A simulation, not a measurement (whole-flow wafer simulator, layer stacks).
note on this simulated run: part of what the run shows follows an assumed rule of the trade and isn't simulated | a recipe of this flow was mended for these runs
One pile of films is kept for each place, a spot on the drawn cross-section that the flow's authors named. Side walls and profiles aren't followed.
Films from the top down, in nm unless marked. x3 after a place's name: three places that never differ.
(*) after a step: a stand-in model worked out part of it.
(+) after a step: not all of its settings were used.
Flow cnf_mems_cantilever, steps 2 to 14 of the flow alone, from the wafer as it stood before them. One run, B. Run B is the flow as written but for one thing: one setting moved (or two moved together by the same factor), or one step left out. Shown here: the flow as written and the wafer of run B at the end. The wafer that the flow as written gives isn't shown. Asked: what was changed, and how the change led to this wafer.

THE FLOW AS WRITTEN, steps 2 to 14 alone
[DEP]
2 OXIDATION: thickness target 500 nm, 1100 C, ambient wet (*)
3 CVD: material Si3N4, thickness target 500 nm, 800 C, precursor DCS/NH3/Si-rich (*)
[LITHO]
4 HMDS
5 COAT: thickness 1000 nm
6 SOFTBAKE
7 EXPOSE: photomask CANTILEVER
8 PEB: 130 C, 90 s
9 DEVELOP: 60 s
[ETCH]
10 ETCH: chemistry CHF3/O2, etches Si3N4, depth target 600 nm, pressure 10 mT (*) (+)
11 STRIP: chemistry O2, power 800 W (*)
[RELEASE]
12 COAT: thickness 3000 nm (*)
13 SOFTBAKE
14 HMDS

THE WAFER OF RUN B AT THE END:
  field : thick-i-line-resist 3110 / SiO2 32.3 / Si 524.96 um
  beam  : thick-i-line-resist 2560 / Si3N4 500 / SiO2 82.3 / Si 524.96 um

The cause: step 2, OXIDATION: 894 C was run, where the flow has 1100 C.

How the change led to this, step by step:
  2 OXIDATION: thickness target 500 nm, 1100 C, ambient wet (*)
      field, beam: SiO2 +82.3 (new film), chemical SiO2 -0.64 (all of it), Si -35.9 (as written it would be: SiO2 +500 (new film), chemical SiO2 -0.64 (all of it), Si -219.7)
